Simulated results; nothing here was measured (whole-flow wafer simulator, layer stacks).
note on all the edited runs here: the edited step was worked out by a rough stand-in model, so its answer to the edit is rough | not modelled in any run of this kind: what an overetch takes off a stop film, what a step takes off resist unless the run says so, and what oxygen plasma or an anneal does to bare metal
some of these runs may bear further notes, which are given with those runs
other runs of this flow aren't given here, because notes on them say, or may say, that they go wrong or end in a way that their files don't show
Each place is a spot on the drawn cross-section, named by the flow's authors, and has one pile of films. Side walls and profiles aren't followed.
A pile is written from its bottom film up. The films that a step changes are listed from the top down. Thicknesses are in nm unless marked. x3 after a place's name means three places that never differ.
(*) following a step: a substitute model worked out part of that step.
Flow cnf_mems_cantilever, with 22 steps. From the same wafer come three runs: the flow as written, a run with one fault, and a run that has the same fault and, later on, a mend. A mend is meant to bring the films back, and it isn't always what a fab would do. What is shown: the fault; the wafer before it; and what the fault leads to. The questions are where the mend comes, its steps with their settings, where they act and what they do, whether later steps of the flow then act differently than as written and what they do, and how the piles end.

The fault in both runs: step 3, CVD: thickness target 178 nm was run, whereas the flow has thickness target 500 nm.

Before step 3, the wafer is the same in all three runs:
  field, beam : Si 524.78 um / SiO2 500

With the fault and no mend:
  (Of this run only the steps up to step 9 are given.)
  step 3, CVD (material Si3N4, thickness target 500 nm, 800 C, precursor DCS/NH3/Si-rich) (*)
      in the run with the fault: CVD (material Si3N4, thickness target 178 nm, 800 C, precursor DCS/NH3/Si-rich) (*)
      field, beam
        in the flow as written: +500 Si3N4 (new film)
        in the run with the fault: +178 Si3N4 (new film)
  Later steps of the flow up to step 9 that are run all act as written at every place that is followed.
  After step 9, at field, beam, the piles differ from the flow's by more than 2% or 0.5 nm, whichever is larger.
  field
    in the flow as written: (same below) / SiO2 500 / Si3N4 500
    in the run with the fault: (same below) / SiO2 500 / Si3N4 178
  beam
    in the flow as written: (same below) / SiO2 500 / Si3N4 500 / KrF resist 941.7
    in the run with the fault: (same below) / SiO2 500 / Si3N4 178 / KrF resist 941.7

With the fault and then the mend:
  The mend stands after step 3.
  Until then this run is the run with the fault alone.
  step 3a, CVD (material Si3N4, thickness target 322 nm, 800 C, precursor DCS/NH3/Si-rich) (*) (the flow's step 3, run once more with other settings)
      field, beam
        +322 Si3N4
  Later steps of the flow that are run all act as written at every place that is followed.
  The piles end the same as the flow's at every place that both follow.
